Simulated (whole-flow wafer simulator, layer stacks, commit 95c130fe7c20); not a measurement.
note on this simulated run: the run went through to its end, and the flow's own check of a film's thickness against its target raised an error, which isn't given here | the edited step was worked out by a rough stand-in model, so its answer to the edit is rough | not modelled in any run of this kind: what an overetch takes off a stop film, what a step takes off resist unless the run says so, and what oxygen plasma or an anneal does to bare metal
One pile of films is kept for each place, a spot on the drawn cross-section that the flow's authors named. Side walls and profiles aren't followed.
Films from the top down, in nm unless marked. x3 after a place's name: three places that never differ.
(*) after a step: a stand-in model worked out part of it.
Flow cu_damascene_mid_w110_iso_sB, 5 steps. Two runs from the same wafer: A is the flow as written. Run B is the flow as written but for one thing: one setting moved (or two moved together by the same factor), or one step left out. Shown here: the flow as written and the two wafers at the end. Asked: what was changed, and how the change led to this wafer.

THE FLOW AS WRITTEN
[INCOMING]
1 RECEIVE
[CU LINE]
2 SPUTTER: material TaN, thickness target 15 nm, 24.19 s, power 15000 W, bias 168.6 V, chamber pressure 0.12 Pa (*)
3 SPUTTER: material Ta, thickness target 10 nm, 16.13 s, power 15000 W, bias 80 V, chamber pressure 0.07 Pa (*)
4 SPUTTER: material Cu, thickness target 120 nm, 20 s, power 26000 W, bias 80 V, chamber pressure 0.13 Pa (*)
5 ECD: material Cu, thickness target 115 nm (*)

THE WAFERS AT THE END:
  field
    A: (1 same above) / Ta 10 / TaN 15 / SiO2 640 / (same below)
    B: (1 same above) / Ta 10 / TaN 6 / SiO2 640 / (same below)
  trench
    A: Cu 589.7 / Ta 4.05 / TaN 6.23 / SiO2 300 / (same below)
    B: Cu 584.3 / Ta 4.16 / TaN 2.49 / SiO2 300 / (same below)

The cause: step 2, SPUTTER: thickness target 6 nm was run, where the flow has thickness target 15 nm.
It can be read off the wafer: field has TaN 6, and step 2 as written asks for 15 nm.

How the change led to this, step by step:
  2 SPUTTER: material TaN, thickness target 15 nm, 24.19 s, power 15000 W, bias 168.6 V, chamber pressure 0.12 Pa (*)
      field: A TaN +15 (new film) | B TaN +6 (new film)
      trench: A TaN +6.23 (new film) | B TaN +2.49 (new film)
  4 SPUTTER: material Cu, thickness target 120 nm, 20 s, power 26000 W, bias 80 V, chamber pressure 0.13 Pa (*)
      trench: A Cu +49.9 (new film) | B Cu +51.3 (new film)
